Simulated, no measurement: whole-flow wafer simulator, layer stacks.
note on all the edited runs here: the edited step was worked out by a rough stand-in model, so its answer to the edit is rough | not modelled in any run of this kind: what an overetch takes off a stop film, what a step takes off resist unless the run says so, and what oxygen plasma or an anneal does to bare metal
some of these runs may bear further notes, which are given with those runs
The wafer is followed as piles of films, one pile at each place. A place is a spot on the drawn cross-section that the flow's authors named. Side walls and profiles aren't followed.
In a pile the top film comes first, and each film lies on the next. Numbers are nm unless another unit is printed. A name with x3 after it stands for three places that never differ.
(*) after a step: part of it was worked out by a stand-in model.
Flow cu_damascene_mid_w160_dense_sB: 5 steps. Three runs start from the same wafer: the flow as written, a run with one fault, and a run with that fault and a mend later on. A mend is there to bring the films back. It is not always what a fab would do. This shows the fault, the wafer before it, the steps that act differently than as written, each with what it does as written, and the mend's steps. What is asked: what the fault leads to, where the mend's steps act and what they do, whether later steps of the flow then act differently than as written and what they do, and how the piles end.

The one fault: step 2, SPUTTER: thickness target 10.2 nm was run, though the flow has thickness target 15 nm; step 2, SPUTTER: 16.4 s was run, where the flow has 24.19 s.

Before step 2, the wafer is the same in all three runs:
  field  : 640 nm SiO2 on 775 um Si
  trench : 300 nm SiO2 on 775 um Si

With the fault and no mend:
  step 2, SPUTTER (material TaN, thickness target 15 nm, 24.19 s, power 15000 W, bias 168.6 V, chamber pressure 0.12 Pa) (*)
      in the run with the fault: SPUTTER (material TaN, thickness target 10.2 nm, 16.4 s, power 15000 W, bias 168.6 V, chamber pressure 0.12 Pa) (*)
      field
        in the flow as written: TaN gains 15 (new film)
        in the run with the fault: TaN gains 10.2 (new film)
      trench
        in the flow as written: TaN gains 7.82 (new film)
        in the run with the fault: TaN gains 5.32 (new film)
  Every later step of the flow that is run acts as written, at every place that is followed, to within 2% or 0.5 nm, whichever is larger.
  By the end, the piles at field, trench depart from the flow's by more than 2% or 0.5 nm, whichever is larger.
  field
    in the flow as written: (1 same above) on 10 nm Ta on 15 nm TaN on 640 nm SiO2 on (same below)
    in the run with the fault: (1 same above) on 10 nm Ta on 10.2 nm TaN on 640 nm SiO2 on (same below)
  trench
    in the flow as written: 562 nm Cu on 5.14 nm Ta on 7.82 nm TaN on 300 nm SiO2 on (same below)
    in the run with the fault: 559.7 nm Cu on 5.2 nm Ta on 5.32 nm TaN on 300 nm SiO2 on (same below)

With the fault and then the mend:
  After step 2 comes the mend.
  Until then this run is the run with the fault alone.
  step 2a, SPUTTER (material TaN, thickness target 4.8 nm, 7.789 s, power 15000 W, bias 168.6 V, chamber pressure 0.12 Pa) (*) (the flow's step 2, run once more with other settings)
      field
        TaN gains 4.8
      trench
        TaN gains 2.44
  Every later step of the flow that is run acts as written, at every place that is followed, to within 2% or 0.5 nm, whichever is larger.
  The piles end only slightly different from the flow's at the places that both follow, by no more than 2% or 0.5 nm, whichever is larger.
